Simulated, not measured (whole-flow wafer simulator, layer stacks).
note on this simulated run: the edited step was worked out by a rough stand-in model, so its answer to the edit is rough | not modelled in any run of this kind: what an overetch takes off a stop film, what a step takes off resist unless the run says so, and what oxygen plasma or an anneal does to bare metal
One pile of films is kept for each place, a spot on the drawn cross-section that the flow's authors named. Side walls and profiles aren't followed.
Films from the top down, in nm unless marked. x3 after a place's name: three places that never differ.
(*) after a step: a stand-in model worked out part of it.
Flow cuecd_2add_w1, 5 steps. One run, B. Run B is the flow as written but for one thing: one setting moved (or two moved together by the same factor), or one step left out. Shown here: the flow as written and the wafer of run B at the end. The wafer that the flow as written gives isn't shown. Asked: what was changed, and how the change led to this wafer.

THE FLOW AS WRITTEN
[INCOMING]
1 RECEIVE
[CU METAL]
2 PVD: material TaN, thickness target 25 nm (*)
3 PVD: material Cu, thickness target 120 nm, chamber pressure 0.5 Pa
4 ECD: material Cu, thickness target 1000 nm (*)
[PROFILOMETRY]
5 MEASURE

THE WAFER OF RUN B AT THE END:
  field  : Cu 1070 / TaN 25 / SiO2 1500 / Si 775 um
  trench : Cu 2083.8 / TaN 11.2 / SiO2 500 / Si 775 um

The cause: step 4, ECD: thickness target 950 nm was run, where the flow has thickness target 1000 nm.

How the change led to this, step by step:
  4 ECD: material Cu, thickness target 1000 nm (*)
      field: Cu +950 (as written it would be: Cu +1000)
      trench: Cu +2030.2 (as written it would be: Cu +2080.2)
